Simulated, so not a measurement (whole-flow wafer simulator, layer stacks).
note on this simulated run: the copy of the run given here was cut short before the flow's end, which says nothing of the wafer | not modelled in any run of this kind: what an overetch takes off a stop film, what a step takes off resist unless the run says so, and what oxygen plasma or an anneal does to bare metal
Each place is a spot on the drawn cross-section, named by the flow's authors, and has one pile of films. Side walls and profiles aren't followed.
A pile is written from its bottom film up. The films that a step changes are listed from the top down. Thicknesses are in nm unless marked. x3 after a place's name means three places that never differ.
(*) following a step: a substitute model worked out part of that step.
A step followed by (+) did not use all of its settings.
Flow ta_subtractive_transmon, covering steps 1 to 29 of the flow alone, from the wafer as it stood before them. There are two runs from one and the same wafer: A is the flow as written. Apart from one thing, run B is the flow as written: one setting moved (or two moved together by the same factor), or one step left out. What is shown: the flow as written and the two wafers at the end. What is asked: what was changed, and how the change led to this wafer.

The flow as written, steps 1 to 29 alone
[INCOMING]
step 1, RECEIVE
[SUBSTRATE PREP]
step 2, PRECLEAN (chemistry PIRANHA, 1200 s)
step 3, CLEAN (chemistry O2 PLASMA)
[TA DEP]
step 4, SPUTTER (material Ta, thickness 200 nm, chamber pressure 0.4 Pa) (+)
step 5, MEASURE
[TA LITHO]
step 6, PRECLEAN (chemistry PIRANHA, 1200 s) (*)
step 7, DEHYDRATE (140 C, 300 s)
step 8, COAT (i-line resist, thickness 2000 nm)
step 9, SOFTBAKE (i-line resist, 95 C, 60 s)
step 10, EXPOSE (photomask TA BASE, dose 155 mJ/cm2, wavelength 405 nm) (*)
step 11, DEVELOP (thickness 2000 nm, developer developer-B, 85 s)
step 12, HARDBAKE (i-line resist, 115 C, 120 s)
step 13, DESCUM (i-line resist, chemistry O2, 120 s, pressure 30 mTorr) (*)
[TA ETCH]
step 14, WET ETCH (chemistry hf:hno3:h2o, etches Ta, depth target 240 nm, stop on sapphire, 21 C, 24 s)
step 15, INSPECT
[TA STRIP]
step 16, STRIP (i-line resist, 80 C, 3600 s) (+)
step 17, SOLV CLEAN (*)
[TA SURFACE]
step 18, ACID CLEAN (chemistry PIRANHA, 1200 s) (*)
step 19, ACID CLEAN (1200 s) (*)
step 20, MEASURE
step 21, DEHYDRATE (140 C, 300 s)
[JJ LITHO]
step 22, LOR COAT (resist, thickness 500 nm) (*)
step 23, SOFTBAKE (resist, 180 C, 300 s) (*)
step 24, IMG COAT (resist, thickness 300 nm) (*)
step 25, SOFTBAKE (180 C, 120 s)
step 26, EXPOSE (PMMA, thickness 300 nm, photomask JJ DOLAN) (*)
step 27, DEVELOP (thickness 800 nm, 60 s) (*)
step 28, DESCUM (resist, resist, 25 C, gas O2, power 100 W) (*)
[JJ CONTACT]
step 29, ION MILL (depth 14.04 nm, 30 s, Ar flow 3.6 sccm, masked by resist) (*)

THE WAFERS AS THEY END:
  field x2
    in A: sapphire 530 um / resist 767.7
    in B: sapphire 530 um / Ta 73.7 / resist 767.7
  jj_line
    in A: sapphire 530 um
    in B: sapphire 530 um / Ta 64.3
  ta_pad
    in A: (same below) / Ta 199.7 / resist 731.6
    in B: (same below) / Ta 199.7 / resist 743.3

The reason: step 14, WET ETCH: depth target 126 nm was run, whereas the flow has depth target 240 nm; step 14, WET ETCH: 12.6 s was run, where the flow has 24 s.

The path from the change to this, step by step:
  step 14, WET ETCH (chemistry hf:hno3:h2o, etches Ta, depth target 240 nm, stop on sapphire, 21 C, 24 s)
      field x2, jj_line, lead: A -200 Ta (all of it) | B -126 Ta
  step 22, LOR COAT (resist, thickness 500 nm) (*)
      lead: A +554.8 resist (new film) | B +535.5 resist (new film)
      ta_contact: A +443.8 resist (new film) | B +463.3 resist (new film)
  step 24, IMG COAT (resist, thickness 300 nm) (*)
      ta_pad: A +281.3 resist | B +288 resist
  step 27, DEVELOP (thickness 800 nm, 60 s) (*)
      lead: A -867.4 resist (all of it) | B -843.4 resist (all of it)
      ta_contact: A -731.2 resist (all of it) | B -755.5 resist (all of it)
  step 29, ION MILL (depth 14.04 nm, 30 s, Ar flow 3.6 sccm, masked by resist) (*)
      jj_line, lead: A -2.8 sapphire | B -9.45 Ta
Taking metal films that touch as one body, field x2 has 1 body; the flow as written gives 0 bodies.
Taking metal films that touch as one body, jj_line has 1 body; the flow as written gives 0 bodies.
